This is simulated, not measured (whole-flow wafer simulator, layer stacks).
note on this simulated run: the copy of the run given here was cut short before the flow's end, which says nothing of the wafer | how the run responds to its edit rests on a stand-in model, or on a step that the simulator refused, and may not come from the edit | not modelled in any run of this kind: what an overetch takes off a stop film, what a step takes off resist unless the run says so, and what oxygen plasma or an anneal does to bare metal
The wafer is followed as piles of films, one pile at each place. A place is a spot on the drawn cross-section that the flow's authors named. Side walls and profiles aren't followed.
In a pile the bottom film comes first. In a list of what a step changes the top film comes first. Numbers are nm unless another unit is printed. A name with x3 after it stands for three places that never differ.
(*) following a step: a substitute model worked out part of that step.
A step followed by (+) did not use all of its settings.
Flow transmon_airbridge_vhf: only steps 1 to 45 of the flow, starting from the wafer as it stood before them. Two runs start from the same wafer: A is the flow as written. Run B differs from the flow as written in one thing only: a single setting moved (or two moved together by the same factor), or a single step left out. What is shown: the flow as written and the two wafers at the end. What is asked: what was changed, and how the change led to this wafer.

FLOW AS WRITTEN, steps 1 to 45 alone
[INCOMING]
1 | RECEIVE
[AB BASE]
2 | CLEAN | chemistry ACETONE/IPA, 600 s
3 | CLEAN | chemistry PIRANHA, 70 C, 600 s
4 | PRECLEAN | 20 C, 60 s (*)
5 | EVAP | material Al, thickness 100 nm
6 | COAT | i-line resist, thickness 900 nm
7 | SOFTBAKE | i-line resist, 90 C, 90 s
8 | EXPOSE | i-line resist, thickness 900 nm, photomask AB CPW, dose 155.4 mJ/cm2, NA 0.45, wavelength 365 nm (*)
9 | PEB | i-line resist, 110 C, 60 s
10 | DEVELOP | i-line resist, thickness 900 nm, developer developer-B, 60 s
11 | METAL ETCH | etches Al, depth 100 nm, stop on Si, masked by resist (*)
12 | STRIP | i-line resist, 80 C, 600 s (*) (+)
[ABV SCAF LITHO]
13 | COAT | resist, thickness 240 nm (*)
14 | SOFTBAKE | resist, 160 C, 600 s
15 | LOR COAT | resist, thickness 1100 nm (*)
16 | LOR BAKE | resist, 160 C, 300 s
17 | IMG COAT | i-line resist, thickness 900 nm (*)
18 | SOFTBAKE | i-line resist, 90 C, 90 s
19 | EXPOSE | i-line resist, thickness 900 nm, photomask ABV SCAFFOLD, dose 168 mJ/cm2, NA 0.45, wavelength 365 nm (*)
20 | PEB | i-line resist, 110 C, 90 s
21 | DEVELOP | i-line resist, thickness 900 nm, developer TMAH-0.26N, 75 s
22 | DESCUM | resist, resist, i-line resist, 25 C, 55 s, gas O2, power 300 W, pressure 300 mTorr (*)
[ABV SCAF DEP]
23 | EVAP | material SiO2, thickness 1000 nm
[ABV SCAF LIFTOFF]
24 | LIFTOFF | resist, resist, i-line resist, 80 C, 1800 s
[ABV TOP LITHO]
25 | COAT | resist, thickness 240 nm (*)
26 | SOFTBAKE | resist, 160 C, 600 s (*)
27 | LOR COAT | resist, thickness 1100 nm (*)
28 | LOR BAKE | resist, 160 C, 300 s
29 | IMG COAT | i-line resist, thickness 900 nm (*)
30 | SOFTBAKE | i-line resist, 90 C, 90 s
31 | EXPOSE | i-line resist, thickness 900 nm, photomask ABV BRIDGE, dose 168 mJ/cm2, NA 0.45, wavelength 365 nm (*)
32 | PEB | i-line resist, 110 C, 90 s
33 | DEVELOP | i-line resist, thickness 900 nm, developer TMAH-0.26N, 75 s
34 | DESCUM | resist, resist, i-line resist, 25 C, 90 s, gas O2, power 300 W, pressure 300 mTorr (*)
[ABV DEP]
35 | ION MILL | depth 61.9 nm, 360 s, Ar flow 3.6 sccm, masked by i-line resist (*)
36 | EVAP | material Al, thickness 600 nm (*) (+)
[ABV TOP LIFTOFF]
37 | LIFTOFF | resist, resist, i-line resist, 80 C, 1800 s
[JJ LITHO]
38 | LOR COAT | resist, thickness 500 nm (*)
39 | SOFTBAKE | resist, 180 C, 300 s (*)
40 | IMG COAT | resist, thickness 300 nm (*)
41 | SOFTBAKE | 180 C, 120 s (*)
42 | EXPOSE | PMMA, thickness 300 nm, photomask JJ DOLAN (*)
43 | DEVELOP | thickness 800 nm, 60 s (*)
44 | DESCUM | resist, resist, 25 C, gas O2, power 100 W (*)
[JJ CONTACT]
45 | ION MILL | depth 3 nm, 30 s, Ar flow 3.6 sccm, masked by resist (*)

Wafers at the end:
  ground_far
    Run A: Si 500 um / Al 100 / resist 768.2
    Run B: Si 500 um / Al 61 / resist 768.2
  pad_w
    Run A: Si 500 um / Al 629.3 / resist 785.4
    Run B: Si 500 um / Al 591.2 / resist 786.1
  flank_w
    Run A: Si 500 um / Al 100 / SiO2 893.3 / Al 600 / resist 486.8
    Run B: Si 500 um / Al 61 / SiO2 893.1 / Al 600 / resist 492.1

What caused this: step 5, EVAP: thickness 61 nm was run, whereas the flow has thickness 100 nm.
One can read it off the wafer: ground_far has Al 61, and step 5 as written asks for 100 nm.

How this came from the change, step by step:
  5 | EVAP | material Al, thickness 100 nm
      field x3, jj_line, ground_far and 12 more: A Al gains 100 (new film) | B Al gains 61 (new film)
  11 | METAL ETCH | etches Al, depth 100 nm, stop on Si, masked by resist (*)
      ground_far, pad_w, flank_w and 8 more: A i-line resist loses 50 | B i-line resist loses 45.8
      field x3, jj_line, gap_w, gap_e: A Al loses 100 (all of it) | B Al loses 61 (all of it)
  13 | COAT | resist, thickness 240 nm (*)
      flank_w, flank_e: A resist gains 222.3 (new film) | B resist gains 228.7 (new film)
  22 | DESCUM | resist, resist, i-line resist, 25 C, 55 s, gas O2, power 300 W, pressure 300 mTorr (*)
      flank_w, flank_e: A resist loses 222.3 (all of it) | B resist loses 228.7 (all of it)
  25 | COAT | resist, thickness 240 nm (*)
      flank_w, flank_e: A resist gains 152.6 (new film) | B resist gains 157 (new film)
  34 | DESCUM | resist, resist, i-line resist, 25 C, 90 s, gas O2, power 300 W, pressure 300 mTorr (*)
      flank_w, flank_e: A resist loses 152.6 (all of it) | B resist loses 157 (all of it)
  35 | ION MILL | depth 61.9 nm, 360 s, Ar flow 3.6 sccm, masked by i-line resist (*)
      pad_w, pad_e: A Al loses 61.9 | B Al loses 61 (all of it), Si loses 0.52
  36 | EVAP | material Al, thickness 600 nm (*) (+)
      pad_w, pad_e: A Al gains 591.2 | B Al gains 591.2 (new film)
  40 | IMG COAT | resist, thickness 300 nm (*)
      flank_w, flank_e: A resist gains 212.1 | B resist gains 218.2
